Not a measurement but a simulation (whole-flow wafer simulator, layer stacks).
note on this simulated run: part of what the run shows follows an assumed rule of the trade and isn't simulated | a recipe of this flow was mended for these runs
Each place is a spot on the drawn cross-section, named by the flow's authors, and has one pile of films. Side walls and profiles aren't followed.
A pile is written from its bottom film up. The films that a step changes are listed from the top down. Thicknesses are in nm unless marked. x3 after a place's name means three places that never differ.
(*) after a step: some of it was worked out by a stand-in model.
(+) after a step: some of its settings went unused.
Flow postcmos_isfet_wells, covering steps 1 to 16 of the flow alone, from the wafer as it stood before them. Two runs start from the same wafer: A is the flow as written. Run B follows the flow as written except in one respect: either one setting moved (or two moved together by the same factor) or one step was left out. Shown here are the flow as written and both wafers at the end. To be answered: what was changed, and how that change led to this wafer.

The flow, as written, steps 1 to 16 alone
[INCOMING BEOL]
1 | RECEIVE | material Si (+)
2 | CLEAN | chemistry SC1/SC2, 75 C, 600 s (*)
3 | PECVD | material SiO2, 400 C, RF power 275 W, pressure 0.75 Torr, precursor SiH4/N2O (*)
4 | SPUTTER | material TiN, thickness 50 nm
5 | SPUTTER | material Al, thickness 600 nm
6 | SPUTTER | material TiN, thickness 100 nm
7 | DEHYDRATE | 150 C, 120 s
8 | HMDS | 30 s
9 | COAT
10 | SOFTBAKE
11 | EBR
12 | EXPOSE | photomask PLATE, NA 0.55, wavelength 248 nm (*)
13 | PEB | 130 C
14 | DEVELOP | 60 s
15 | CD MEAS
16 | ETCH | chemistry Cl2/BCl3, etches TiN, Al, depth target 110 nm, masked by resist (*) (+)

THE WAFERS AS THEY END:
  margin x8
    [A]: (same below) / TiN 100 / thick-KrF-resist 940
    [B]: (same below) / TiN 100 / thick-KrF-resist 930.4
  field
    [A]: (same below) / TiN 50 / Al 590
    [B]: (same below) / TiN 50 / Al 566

The reason: step 16, ETCH: depth target 134 nm was run, though the flow has depth target 110 nm.

Step by step, how the change led to this:
  16 | ETCH | chemistry Cl2/BCl3, etches TiN, Al, depth target 110 nm, masked by resist (*) (+)
      margin x8: A -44 thick-KrF-resist | B -53.6 thick-KrF-resist
      field: A -100 TiN (all of it), -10 Al | B -100 TiN (all of it), -34 Al
